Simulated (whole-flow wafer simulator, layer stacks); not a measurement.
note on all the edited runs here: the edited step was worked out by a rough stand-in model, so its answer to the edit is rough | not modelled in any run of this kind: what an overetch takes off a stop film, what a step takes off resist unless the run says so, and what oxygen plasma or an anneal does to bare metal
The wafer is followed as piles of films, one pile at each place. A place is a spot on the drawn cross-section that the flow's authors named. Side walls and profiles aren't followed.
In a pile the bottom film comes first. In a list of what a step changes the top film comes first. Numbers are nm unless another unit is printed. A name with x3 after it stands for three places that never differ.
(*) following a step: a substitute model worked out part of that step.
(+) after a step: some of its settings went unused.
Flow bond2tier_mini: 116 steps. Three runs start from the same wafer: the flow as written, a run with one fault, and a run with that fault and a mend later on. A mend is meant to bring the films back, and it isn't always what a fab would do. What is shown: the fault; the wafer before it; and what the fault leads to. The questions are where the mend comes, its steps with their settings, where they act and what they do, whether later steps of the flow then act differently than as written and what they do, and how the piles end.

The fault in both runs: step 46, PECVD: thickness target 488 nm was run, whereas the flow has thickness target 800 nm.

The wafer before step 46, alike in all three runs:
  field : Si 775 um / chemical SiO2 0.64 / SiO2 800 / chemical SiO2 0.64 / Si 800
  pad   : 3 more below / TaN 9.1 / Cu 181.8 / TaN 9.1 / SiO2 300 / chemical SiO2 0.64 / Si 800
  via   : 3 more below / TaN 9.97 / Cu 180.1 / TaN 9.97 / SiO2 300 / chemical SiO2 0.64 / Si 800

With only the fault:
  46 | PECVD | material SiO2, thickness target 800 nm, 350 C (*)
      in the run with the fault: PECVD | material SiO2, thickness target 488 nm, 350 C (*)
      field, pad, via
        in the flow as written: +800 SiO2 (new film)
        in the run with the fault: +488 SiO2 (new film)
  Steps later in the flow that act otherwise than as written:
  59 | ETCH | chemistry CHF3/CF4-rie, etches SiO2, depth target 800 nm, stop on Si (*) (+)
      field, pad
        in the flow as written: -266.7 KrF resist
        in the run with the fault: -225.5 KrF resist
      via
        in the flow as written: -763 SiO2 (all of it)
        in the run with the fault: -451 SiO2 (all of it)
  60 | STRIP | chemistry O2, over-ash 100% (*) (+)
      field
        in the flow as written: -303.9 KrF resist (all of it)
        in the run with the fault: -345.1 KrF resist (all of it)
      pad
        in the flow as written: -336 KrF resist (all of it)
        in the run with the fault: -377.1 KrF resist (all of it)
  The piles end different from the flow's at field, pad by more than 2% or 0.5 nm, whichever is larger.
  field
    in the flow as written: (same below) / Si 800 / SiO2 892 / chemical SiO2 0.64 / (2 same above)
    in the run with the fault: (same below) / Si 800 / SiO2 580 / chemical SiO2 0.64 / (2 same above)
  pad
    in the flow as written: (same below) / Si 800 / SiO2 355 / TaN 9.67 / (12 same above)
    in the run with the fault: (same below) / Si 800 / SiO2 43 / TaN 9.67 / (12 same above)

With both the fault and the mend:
  The mend stands after step 51.
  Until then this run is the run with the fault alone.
  51a | STRIP | chemistry O2, over-ash 100% (+)
      field
        -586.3 KrF resist (all of it)
  51b | PECVD | material SiO2, thickness target 312 nm, 350 C (*) (the flow's step 46 again, with other settings)
      field, pad, via
        +312 SiO2
  51c | COAT | KrF resist, thickness 600 nm (the flow's step 47 again)
      field, pad, via
        +600 KrF resist (new film)
  51d | SOFTBAKE | KrF resist (the flow's step 48 again)
      does not change any film at any place that is followed
  51e | EXPOSE | photomask T2TRIM, NA 0.6 (the flow's step 49 again)
      does not change any film at any place that is followed
  51f | PEB | KrF resist (the flow's step 50 again)
      does not change any film at any place that is followed
  51g | DEVELOP | developer TMAH-0.26N, 60 s (the flow's step 51 again)
      pad, via
        -600 KrF resist (all of it)
      field
        -13.7 KrF resist
  None of the later steps of the flow acts differently than as written at any place that is followed.
  By the end, the piles equal the flow's at every place that both follow.
